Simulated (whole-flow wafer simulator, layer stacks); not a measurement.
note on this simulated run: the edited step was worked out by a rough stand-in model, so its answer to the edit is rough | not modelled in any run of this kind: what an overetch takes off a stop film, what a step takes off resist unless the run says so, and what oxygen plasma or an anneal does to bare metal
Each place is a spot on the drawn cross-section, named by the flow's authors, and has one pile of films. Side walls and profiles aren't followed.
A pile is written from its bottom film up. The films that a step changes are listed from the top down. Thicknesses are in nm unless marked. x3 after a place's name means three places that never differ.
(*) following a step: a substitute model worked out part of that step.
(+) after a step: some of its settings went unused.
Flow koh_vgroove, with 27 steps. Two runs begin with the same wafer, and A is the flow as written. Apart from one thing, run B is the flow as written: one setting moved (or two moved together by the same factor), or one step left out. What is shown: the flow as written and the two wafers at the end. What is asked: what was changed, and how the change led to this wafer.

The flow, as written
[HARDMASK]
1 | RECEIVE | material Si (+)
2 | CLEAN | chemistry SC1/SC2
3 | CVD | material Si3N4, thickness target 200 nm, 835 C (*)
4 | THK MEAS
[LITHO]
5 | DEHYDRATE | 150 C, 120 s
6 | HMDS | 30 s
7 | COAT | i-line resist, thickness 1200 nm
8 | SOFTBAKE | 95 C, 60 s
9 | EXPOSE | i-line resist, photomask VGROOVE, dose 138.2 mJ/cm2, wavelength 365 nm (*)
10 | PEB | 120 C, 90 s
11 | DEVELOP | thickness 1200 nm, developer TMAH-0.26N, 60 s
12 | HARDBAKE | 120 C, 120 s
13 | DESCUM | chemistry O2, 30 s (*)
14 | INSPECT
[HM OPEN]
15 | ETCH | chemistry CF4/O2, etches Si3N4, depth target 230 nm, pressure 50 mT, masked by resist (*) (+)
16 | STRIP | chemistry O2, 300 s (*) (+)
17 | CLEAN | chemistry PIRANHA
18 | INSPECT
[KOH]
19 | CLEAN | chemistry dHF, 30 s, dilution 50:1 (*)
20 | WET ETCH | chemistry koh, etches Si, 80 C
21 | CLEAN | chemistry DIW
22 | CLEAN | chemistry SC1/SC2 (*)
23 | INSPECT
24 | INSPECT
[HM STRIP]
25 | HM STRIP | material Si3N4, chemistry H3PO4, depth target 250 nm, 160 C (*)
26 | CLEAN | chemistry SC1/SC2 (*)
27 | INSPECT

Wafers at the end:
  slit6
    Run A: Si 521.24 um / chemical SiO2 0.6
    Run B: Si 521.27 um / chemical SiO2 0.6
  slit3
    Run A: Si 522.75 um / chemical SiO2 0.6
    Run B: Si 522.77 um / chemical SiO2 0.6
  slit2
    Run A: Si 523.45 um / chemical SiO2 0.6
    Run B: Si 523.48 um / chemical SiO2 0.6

What caused this: step 15, ETCH: depth target 205.2 nm was run, while the flow as written has depth target 230 nm.

Step by step, how the change led to this:
  15 | ETCH | chemistry CF4/O2, etches Si3N4, depth target 230 nm, pressure 50 mT, masked by resist (*) (+)
      slit3, slit2, slit6, slit20: A -200 Si3N4 (all of it), -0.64 chemical SiO2 (all of it), -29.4 Si | B -200 Si3N4 (all of it), -0.64 chemical SiO2 (all of it), -4.56 Si
      field: A -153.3 i-line resist | B -136.8 i-line resist
